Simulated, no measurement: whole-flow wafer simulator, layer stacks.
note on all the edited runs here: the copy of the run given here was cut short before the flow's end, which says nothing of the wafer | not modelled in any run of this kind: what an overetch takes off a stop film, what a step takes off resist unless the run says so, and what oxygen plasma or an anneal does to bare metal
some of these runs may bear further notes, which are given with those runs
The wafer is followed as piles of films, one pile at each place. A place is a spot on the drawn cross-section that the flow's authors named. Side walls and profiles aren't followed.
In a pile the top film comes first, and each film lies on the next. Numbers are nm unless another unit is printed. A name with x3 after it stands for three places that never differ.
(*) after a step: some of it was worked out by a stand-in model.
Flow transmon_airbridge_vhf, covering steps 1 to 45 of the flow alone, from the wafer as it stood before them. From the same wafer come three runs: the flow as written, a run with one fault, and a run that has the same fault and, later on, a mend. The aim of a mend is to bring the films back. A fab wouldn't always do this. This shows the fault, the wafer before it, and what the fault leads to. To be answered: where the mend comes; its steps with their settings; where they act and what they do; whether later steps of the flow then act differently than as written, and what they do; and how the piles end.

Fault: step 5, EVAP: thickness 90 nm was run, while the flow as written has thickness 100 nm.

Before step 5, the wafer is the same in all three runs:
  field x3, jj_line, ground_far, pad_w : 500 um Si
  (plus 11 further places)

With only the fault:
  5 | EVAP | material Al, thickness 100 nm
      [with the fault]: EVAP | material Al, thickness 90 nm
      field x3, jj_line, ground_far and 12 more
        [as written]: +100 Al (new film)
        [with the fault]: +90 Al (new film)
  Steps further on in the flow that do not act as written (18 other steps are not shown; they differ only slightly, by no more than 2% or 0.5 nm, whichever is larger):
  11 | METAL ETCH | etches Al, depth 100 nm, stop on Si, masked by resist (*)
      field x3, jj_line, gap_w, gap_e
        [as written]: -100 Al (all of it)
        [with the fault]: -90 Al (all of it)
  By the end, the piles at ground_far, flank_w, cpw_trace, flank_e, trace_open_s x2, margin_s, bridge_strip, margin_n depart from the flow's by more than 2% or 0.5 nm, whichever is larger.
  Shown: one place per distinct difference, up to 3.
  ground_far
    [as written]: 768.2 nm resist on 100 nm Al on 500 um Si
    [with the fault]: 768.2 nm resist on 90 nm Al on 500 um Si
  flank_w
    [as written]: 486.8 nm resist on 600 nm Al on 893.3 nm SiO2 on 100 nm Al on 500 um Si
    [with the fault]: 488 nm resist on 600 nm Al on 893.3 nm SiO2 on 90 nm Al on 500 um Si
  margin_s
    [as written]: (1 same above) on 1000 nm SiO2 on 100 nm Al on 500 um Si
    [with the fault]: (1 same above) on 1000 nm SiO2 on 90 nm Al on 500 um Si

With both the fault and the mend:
  The mend stands after step 5.
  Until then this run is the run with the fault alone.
  5a | EVAP | material Al, thickness 10 nm (the flow's step 5, run once more with other settings)
      field x3, jj_line, ground_far and 12 more
        +10 Al
  Later steps of the flow that are run all act as written at every place that is followed.
  By the end, the piles equal the flow's at every place that both follow.
